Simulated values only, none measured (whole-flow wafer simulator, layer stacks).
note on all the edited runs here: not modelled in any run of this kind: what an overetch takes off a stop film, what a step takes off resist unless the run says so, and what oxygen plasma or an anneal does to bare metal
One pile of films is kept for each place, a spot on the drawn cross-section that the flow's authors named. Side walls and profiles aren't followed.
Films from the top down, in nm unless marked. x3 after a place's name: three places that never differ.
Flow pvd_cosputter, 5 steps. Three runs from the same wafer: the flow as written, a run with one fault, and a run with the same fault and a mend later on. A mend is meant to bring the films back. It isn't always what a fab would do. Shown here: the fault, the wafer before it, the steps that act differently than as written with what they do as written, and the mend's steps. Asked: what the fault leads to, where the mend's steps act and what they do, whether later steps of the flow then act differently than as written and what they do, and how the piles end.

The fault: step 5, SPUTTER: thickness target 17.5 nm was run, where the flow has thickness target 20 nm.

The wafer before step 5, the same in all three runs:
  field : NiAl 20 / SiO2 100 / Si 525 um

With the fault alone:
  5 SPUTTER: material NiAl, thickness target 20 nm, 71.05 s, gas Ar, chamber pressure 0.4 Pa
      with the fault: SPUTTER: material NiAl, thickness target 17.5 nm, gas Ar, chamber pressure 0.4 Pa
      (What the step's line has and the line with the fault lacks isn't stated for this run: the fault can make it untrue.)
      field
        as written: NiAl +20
        with the fault: NiAl +17.5
  No later step of the flow acts differently than as written at any place that is followed.
  At the end the piles differ from the flow's by more than 2% or 0.5 nm, whichever is larger, at field.
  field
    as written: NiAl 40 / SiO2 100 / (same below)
    with the fault: NiAl 37.5 / SiO2 100 / (same below)

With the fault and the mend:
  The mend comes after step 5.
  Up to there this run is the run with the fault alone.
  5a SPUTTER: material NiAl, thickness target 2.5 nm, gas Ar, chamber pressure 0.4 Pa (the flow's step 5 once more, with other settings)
      field
        NiAl +2.5
  No later step of the flow acts differently than as written at any place that is followed.
  At the end the piles are the same as the flow's at every place that both follow.
